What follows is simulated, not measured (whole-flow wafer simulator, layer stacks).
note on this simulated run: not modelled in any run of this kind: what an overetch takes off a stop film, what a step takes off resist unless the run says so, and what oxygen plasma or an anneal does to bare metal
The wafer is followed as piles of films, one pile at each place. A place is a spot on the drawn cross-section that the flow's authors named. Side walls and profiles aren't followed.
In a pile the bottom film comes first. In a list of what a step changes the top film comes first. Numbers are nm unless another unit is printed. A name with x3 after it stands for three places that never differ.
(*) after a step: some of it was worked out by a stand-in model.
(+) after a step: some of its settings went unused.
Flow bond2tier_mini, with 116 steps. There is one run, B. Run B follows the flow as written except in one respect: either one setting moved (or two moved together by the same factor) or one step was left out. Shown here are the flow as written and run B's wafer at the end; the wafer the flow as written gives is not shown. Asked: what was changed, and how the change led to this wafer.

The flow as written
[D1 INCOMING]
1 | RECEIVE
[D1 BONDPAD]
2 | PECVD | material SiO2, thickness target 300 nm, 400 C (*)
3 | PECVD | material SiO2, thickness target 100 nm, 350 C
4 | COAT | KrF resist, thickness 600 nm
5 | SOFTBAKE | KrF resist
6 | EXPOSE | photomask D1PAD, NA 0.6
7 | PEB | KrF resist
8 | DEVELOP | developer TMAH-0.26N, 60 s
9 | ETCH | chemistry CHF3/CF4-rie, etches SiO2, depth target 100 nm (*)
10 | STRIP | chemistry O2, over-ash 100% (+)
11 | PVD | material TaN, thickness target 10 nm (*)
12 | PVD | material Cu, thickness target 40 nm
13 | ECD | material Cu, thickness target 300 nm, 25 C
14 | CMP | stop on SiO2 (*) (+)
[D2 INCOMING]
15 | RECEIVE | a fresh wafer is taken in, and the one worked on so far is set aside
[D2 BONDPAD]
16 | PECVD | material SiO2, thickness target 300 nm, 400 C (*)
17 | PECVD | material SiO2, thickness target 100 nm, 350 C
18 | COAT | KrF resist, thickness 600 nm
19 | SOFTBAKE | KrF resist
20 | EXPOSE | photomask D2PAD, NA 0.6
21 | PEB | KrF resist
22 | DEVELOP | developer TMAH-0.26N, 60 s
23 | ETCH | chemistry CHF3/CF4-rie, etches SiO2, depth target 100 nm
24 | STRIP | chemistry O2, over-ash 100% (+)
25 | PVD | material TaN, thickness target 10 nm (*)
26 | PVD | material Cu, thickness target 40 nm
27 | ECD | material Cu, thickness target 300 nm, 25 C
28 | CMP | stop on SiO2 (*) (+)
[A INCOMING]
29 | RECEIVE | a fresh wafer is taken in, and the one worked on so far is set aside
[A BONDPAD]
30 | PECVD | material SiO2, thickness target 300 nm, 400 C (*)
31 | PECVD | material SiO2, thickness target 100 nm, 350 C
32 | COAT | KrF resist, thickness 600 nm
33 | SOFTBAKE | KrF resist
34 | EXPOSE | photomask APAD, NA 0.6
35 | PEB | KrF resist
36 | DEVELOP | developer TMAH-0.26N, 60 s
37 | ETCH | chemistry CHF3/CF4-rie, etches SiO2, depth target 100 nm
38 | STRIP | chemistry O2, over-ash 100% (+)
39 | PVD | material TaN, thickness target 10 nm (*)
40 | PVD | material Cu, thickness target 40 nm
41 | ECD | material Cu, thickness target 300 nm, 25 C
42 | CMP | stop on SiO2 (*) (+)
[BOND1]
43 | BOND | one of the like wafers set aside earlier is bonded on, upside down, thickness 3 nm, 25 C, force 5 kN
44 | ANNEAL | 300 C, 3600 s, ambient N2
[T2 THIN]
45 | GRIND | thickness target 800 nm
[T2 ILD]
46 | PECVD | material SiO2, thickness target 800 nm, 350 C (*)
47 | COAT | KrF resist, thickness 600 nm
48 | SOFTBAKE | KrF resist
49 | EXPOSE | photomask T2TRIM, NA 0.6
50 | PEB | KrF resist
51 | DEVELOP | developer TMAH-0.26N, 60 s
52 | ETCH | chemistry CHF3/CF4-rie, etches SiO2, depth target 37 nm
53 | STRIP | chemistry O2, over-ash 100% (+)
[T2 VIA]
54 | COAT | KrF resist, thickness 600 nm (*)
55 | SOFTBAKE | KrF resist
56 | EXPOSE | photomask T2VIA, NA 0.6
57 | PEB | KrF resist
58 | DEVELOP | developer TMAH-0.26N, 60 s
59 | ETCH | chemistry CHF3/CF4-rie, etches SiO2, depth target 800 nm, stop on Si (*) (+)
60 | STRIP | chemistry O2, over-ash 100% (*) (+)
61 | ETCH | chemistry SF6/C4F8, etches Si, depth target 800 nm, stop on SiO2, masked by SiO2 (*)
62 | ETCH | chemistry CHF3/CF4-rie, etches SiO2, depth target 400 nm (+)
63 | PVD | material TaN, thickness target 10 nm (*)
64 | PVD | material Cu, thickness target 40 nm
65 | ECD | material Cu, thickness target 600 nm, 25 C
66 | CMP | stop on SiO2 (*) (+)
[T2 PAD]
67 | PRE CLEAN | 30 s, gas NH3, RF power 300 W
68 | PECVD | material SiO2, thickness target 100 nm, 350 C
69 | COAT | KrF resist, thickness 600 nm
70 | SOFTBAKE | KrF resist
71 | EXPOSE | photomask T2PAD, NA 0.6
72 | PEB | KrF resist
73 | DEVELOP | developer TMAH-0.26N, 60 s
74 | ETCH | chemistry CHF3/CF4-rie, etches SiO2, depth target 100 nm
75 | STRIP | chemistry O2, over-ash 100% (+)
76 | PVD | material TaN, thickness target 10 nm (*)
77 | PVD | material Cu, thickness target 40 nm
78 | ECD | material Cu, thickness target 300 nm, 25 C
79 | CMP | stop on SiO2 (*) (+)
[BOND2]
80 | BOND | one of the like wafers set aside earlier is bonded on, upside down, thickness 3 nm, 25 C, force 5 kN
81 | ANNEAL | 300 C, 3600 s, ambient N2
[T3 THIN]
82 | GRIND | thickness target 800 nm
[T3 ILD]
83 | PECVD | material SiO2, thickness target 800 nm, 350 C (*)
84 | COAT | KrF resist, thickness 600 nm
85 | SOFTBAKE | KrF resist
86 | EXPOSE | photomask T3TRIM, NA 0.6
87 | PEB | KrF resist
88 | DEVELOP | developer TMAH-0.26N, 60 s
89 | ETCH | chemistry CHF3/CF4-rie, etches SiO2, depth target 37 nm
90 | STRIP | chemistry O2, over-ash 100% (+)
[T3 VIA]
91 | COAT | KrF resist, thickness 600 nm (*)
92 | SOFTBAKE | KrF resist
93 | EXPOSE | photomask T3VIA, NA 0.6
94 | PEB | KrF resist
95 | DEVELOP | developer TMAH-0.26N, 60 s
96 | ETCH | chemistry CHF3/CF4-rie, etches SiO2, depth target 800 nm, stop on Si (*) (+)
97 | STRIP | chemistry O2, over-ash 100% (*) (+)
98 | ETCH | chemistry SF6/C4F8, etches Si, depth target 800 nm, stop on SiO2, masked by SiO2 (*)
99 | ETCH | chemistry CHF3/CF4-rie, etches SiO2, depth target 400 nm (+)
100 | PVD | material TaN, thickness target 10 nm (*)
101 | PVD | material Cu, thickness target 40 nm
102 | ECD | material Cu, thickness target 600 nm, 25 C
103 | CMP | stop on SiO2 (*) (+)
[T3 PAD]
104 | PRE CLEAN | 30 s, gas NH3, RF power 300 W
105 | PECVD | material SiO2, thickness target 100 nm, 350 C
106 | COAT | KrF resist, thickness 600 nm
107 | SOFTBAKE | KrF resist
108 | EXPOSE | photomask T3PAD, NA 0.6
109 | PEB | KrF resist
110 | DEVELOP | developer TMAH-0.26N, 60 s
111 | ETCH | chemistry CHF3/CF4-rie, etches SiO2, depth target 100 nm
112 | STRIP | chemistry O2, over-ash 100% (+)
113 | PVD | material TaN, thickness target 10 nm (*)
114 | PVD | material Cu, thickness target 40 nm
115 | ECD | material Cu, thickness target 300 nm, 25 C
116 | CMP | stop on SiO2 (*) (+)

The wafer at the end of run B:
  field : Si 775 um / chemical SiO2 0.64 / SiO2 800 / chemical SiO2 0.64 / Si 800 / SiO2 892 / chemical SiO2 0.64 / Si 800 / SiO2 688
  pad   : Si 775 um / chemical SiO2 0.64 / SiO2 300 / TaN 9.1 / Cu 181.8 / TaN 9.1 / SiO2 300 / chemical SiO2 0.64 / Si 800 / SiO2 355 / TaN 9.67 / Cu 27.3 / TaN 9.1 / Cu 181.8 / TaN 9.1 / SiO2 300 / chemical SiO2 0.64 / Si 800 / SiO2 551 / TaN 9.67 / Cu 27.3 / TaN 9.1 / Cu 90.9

What caused this: step 99, ETCH: depth target 204 nm was run, while the flow as written has depth target 400 nm.

How this came from the change, step by step:
  99 | ETCH | chemistry CHF3/CF4-rie, etches SiO2, depth target 400 nm (+)
      field, pad: -204 SiO2 (as written it would have been: -400 SiO2)
